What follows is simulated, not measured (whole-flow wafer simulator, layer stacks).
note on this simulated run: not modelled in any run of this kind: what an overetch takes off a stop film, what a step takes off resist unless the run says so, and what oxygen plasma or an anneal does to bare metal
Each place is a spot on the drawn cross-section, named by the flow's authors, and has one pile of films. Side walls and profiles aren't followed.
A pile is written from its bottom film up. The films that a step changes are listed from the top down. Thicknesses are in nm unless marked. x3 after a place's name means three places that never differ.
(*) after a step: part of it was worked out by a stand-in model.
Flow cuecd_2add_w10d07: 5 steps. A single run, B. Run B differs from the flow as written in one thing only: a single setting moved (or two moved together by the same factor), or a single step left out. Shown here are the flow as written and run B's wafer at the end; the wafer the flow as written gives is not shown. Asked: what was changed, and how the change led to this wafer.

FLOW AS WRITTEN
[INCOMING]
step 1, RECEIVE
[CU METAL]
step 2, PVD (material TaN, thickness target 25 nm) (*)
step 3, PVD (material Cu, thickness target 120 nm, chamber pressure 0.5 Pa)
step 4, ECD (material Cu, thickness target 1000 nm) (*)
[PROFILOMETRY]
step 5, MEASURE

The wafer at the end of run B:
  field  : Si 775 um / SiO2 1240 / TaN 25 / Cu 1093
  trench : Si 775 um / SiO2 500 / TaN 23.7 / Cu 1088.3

What caused this: step 3, PVD: thickness target 93 nm was run, whereas the flow has thickness target 120 nm.

How this came from the change, step by step:
  step 3, PVD (material Cu, thickness target 120 nm, chamber pressure 0.5 Pa)
      field: Cu gains 93 (new film) (as written it would have been: Cu gains 120 (new film))
      trench: Cu gains 88.3 (new film) (as written it would have been: Cu gains 114 (new film))
